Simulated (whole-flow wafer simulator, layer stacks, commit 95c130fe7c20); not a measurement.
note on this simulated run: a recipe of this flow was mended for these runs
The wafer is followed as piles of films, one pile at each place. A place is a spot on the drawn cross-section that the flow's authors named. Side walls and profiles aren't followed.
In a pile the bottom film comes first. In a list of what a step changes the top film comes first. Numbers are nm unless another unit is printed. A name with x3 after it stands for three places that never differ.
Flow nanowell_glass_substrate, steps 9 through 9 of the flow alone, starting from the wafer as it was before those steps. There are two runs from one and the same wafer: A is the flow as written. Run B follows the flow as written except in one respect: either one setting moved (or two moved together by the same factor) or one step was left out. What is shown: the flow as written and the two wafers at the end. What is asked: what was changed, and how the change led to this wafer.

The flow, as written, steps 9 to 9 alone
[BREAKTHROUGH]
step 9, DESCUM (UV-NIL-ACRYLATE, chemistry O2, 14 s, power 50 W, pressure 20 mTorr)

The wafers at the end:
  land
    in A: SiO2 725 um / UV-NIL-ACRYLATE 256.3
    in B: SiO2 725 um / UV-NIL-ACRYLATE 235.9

The reason: step 9, DESCUM: 22.2 s was run, whereas the flow has 14 s.

Step by step, how the change led to this:
  step 9, DESCUM (UV-NIL-ACRYLATE, chemistry O2, 14 s, power 50 W, pressure 20 mTorr)
      land: A -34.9 UV-NIL-ACRYLATE | B -55.3 UV-NIL-ACRYLATE
